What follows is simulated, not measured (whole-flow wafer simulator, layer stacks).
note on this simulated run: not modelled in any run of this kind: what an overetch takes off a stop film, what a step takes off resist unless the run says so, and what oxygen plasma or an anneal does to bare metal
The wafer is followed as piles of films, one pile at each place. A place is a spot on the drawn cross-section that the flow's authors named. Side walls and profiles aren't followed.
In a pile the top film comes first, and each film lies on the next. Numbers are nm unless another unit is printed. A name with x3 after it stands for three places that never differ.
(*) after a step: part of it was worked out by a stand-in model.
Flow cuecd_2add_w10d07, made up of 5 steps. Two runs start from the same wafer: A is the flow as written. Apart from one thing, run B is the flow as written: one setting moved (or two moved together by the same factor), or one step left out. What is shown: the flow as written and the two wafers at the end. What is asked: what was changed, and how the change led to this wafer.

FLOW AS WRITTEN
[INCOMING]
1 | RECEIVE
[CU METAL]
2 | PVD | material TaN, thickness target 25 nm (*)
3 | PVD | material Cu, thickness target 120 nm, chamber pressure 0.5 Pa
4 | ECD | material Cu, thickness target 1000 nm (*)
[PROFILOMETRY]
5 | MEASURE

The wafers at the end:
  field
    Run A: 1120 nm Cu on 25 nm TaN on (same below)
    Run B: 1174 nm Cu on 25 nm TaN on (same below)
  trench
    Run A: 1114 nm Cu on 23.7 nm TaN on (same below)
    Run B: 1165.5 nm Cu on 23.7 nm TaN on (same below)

Cause: step 3, PVD: thickness target 174 nm was run, whereas the flow has thickness target 120 nm.

The path from the change to this, step by step:
  3 | PVD | material Cu, thickness target 120 nm, chamber pressure 0.5 Pa
      field: A +120 Cu (new film) | B +174 Cu (new film)
      trench: A +114 Cu (new film) | B +165.5 Cu (new film)
